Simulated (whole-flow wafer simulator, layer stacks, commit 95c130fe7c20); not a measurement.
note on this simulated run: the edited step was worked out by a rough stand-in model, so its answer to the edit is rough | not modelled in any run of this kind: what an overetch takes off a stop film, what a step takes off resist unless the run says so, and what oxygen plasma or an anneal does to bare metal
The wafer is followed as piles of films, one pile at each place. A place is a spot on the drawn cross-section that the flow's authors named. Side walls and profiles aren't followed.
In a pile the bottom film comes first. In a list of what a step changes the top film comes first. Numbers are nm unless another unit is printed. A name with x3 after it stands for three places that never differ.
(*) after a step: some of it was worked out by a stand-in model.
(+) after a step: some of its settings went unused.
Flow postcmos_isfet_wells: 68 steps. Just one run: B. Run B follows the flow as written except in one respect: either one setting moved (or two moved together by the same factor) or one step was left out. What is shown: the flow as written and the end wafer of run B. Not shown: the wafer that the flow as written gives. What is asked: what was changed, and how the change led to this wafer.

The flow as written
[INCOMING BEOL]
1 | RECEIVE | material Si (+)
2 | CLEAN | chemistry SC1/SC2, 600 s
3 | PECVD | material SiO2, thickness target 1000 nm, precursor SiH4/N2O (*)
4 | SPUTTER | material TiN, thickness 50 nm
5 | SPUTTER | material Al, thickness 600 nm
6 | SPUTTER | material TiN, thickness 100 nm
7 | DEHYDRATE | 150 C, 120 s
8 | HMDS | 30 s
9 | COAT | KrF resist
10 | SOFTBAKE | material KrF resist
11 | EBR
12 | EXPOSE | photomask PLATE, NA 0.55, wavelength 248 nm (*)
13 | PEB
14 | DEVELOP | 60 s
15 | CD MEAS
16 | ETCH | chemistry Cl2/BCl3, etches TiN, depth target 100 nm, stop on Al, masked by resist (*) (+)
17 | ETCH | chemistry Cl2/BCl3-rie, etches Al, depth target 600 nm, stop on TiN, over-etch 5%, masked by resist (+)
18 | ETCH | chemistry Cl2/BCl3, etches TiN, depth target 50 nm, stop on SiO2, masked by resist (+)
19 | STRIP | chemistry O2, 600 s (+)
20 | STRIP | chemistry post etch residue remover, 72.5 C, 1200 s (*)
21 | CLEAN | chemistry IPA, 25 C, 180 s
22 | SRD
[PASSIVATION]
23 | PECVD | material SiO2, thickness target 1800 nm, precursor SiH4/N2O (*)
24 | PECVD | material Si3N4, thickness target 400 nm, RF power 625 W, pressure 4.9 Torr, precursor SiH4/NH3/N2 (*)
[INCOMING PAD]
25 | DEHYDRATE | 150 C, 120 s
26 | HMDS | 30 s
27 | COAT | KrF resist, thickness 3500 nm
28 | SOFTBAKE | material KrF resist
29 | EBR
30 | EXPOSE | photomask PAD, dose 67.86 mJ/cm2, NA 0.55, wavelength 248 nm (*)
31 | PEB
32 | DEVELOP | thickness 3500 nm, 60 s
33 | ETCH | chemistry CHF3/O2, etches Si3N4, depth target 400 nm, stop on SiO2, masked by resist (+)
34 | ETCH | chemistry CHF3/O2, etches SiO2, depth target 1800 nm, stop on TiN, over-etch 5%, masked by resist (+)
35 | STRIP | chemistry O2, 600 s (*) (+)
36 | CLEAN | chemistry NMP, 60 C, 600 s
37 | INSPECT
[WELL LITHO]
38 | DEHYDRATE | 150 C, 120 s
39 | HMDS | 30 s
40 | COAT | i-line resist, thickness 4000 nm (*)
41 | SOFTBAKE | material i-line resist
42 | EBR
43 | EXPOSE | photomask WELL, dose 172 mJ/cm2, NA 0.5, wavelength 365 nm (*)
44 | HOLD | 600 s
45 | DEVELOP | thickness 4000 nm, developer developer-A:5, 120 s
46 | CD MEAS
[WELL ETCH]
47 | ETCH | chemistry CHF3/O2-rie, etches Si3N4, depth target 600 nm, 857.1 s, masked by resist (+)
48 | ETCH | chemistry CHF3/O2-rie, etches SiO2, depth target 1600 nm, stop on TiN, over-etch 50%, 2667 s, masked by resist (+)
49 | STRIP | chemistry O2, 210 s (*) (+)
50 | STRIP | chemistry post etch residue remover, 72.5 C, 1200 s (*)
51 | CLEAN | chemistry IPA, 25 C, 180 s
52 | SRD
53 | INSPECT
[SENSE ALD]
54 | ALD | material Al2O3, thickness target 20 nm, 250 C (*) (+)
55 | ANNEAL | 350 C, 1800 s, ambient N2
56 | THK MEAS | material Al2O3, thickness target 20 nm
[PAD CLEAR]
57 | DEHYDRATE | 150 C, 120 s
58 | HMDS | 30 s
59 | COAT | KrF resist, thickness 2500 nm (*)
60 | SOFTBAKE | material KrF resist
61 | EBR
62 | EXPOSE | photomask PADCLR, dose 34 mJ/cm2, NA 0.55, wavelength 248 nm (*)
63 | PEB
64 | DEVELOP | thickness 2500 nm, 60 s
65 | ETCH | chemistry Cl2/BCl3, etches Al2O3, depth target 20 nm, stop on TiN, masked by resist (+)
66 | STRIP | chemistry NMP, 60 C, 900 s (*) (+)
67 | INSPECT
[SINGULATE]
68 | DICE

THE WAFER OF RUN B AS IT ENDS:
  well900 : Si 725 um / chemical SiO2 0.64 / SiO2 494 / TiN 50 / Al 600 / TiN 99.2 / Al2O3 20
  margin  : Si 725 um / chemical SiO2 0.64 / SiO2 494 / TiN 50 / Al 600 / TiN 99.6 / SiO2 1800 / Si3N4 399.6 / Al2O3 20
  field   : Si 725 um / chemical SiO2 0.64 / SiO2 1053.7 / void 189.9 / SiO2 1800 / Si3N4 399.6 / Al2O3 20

The reason: step 3, PECVD: thickness target 494 nm was run, while the flow as written has thickness target 1000 nm.
The wafer itself shows it: well900 has SiO2 494, and step 3 as written asks for 1000 nm.

Step by step, how the change led to this:
  3 | PECVD | material SiO2, thickness target 1000 nm, precursor SiH4/N2O (*)
      field, margin, well900, well1300 x3, pad_rim, pad_clr, pad_open: +494 SiO2 (new film) (as written it would have been: +1000 SiO2 (new film))
